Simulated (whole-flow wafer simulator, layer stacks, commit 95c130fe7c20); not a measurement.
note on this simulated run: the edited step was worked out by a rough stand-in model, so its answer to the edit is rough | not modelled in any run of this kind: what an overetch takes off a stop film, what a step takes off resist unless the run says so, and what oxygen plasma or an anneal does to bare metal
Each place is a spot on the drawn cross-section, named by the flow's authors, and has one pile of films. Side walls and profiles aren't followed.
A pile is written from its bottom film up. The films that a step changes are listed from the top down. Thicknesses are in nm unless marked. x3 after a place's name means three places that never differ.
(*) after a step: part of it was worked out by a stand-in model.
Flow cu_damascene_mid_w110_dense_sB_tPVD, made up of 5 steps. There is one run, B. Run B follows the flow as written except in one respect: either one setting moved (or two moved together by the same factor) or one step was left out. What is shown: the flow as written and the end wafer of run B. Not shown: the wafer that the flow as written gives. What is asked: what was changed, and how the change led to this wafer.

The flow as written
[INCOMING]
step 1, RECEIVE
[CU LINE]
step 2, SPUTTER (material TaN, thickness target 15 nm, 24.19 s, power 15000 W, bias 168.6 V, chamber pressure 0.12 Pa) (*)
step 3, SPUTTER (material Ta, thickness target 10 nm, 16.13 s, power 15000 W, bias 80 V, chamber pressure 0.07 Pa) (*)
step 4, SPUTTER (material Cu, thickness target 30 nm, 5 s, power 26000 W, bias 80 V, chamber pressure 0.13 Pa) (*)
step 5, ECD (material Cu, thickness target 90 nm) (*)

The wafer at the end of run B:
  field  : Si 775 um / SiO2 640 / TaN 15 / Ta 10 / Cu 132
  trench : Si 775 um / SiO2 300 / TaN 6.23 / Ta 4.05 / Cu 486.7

What caused this: step 4, SPUTTER: 7 s was run, while the flow as written has 5 s.

The path from the change to this, step by step:
  step 4, SPUTTER (material Cu, thickness target 30 nm, 5 s, power 26000 W, bias 80 V, chamber pressure 0.13 Pa) (*)
      field: +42 Cu (new film) (as written it would have been: +30 Cu (new film))
      trench: +17.5 Cu (new film) (as written it would have been: +12.5 Cu (new film))
